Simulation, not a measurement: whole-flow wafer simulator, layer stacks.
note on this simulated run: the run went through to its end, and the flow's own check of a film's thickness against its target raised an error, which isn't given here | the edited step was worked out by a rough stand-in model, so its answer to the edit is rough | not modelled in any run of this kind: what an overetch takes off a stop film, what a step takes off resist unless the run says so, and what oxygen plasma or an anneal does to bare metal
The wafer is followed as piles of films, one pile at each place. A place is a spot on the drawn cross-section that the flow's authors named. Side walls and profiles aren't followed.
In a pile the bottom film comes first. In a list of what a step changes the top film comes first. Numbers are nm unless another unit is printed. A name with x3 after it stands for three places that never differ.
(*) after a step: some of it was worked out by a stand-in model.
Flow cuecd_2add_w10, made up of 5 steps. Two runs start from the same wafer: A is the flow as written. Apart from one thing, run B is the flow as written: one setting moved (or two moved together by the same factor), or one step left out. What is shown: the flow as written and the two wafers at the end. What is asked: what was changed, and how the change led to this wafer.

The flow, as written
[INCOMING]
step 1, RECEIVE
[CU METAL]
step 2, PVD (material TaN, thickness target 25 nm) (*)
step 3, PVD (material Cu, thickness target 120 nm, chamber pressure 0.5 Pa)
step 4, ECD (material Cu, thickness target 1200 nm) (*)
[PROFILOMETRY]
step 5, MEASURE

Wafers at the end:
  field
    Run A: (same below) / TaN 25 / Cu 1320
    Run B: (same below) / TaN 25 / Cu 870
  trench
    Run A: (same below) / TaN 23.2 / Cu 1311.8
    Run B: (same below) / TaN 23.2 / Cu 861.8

What caused this: step 4, ECD: thickness target 750 nm was run, while the flow as written has thickness target 1200 nm.

The path from the change to this, step by step:
  step 4, ECD (material Cu, thickness target 1200 nm) (*)
      field, trench: A Cu gains 1200 | B Cu gains 750
